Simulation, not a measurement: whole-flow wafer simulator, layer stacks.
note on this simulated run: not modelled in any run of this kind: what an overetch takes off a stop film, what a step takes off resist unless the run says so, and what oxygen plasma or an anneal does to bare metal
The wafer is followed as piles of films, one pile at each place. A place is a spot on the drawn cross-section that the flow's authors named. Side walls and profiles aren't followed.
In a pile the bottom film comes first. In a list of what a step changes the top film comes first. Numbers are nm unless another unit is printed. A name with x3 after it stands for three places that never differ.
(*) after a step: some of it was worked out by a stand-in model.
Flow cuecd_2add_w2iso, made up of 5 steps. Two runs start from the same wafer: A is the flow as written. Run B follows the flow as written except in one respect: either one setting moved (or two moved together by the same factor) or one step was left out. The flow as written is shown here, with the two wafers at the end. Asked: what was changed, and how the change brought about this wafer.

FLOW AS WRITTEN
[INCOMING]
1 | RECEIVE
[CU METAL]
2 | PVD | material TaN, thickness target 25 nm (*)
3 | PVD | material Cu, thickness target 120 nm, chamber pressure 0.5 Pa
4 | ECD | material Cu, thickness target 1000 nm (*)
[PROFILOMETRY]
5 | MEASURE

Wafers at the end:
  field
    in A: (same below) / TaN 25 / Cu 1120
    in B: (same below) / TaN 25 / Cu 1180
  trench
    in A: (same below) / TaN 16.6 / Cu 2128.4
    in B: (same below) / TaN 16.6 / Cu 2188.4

Cause: step 3, PVD: thickness target 180 nm was run, whereas the flow has thickness target 120 nm.

How this came from the change, step by step:
  3 | PVD | material Cu, thickness target 120 nm, chamber pressure 0.5 Pa
      field: A +120 Cu (new film) | B +180 Cu (new film)
      trench: A +80.8 Cu (new film) | B +120.8 Cu (new film)
